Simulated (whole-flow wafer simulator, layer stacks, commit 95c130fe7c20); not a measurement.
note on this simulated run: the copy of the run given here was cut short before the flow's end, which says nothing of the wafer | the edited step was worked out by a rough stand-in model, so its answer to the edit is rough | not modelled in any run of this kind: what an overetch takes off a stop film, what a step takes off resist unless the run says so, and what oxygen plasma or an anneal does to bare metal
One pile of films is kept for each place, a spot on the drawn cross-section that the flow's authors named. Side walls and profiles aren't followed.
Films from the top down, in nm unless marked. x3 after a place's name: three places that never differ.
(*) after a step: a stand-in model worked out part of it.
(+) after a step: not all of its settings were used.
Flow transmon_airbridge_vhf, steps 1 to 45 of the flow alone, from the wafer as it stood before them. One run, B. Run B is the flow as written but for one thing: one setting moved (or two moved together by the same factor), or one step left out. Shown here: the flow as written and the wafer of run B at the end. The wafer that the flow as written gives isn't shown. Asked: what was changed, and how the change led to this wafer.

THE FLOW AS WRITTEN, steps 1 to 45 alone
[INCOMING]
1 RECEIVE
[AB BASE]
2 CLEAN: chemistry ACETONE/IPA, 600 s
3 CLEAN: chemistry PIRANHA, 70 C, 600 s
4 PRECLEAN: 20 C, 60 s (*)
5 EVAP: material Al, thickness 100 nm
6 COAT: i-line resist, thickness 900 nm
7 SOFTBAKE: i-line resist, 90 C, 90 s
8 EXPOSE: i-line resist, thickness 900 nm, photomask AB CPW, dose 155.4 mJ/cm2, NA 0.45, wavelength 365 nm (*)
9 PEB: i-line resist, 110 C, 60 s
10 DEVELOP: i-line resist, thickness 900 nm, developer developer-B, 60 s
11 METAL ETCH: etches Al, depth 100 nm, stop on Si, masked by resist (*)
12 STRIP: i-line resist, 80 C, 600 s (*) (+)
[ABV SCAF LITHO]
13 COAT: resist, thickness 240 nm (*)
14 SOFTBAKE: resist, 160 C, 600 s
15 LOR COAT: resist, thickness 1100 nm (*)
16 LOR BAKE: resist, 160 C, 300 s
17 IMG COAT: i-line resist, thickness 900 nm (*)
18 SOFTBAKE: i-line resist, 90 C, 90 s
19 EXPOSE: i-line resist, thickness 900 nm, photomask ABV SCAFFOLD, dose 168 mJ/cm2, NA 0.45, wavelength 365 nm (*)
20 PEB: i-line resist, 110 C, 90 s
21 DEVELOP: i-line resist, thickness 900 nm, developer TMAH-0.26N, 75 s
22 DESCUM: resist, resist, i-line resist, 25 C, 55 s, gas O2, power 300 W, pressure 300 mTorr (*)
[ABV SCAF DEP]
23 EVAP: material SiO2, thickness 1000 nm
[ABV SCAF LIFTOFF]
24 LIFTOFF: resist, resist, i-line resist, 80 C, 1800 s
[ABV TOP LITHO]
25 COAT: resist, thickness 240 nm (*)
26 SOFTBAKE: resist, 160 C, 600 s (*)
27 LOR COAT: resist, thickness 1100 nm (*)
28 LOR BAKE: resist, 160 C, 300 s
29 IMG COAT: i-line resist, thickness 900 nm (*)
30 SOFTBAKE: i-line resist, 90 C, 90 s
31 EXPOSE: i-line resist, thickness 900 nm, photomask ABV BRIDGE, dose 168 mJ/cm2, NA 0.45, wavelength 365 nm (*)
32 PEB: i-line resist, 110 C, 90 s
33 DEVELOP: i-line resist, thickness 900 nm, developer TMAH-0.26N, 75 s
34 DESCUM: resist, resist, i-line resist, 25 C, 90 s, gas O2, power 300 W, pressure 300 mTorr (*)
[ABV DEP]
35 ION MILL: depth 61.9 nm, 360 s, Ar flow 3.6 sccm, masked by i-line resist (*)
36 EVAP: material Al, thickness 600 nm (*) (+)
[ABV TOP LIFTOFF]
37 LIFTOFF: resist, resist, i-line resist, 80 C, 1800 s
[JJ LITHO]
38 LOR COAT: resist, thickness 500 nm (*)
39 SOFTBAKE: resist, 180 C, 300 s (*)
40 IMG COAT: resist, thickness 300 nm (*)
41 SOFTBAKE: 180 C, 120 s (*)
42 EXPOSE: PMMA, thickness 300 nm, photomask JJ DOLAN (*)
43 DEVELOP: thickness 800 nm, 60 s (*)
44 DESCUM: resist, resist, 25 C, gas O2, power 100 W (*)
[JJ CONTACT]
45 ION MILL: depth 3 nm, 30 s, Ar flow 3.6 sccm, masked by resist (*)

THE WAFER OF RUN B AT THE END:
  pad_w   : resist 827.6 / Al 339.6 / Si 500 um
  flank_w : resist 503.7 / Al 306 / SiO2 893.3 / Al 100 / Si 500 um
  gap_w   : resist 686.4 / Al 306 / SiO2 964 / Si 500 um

The cause: step 36, EVAP: thickness 306 nm was run, where the flow has thickness 600 nm.
It can be read off the wafer: flank_w has Al 306, and step 36 as written asks for 600 nm.

How the change led to this, step by step:
  36 EVAP: material Al, thickness 600 nm (*) (+)
      field x3, jj_line, ground_far and 10 more: Al +306 (new film) (as written it would be: Al +600 (new film))
      pad_w, pad_e: Al +301.5 (as written it would be: Al +591.2)
  37 LIFTOFF: resist, resist, i-line resist, 80 C, 1800 s
      field x3, jj_line, trace_open_s x2: Al -306 (all of it), i-line resist -600 (all of it), resist -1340 (all of it) (as written it would be: Al -600 (all of it), i-line resist -600 (all of it), resist -1340 (all of it))
      margin_s, margin_n: Al -306 (all of it), i-line resist -318.3 (all of it), resist -992 (all of it) (as written it would be: Al -600 (all of it), i-line resist -318.3 (all of it), resist -992 (all of it))
      (and at 1 more place)
  38 LOR COAT: resist, thickness 500 nm (*)
      pad_w, pad_e: resist +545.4 (new film) (as written it would be: resist +517 (new film))
      flank_w, flank_e: resist +313.4 (new film) (as written it would be: resist +306.5 (new film))
      (and at 6 more places)
  40 IMG COAT: resist, thickness 300 nm (*)
      pad_w, pad_e: resist +314 (as written it would be: resist +300.1)
      flank_w, flank_e: resist +222.1 (as written it would be: resist +212.1)
      (and at 6 more places)
